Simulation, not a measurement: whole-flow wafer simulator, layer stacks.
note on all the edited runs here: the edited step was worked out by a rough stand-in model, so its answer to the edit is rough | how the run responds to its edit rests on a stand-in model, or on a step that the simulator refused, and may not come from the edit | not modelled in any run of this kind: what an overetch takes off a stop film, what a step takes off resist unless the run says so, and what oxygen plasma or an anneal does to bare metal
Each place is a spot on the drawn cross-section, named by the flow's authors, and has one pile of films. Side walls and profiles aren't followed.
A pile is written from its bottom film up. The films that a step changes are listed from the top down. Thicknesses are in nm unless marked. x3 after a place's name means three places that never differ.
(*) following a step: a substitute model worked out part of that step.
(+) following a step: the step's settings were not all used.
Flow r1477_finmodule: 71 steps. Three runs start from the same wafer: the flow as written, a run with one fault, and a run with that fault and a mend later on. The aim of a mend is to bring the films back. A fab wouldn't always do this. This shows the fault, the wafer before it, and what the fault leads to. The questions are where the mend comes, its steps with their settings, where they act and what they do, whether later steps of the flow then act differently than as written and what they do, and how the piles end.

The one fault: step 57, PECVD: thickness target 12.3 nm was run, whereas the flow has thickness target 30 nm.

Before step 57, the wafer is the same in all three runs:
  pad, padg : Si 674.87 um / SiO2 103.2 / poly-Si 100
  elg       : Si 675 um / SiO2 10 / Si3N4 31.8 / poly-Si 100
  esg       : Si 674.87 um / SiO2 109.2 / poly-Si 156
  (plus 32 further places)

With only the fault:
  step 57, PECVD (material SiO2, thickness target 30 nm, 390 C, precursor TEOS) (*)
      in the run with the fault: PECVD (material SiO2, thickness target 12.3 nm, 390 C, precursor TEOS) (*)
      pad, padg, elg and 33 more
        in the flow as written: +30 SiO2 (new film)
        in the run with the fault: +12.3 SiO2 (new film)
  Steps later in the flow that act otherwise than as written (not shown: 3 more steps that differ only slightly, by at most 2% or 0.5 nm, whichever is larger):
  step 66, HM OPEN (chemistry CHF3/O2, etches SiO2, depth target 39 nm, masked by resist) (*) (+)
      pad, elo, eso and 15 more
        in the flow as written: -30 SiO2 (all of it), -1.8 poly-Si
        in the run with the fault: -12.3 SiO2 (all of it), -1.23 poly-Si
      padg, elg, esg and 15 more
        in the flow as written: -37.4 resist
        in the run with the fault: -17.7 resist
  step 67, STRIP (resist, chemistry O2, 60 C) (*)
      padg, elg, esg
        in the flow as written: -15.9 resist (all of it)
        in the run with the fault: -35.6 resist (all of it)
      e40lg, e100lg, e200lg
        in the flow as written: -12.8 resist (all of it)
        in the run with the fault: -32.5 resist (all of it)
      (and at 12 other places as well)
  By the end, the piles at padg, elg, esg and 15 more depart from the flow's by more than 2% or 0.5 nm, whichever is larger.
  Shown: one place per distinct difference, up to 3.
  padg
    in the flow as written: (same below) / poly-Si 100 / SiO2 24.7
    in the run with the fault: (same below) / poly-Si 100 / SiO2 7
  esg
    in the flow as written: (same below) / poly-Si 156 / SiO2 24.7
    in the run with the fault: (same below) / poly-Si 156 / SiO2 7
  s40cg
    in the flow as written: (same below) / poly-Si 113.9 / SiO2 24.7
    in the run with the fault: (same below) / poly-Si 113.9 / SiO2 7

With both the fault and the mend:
  The mend follows step 64.
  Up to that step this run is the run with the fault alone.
  step 64a, STRIP (resist, chemistry O2, 60 C)
      padg, elg, esg
        -70 resist (all of it)
      e40lg, e100lg, e200lg
        -66.9 resist (all of it)
      s40sg, s45sg
        -91 resist (all of it)
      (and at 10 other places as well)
  step 64b, PECVD (material SiO2, thickness target 17.7 nm, 390 C, precursor TEOS) (*) (the flow's step 57, run once more with other settings)
      pad, padg, elg and 33 more
        +17.7 SiO2
  step 64c, COAT (resist, thickness 70 nm) (*) (the flow's step 60, run once more)
      e40lg, e100lg, e200lg, elo, e40lo, e100lo, e200lo
        +66.9 resist (new film)
      pad, padg, elg, esg
        +70 resist (new film)
      s40sg, s45sg, s40so, s45so
        +91 resist (new film)
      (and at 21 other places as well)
  step 64d, SOFTBAKE (180 C, 180 s) (*) (the flow's step 61, run once more)
      does not change any film at any place that is followed
  step 64e, EXPOSE (resist, photomask GATE) (the flow's step 62, run once more)
      does not change any film at any place that is followed
  step 64f, DEVELOP (*) (the flow's step 63, run once more)
      elo, e40lo, e100lo, e200lo
        -66.9 resist (all of it)
      eso, e40so
        -129.5 resist (all of it)
      s40so, s45so
        -91 resist (all of it)
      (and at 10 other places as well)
  Every later step of the flow that is run acts as written at every place that is followed.
  By the end, the piles equal the flow's at every place that both follow.
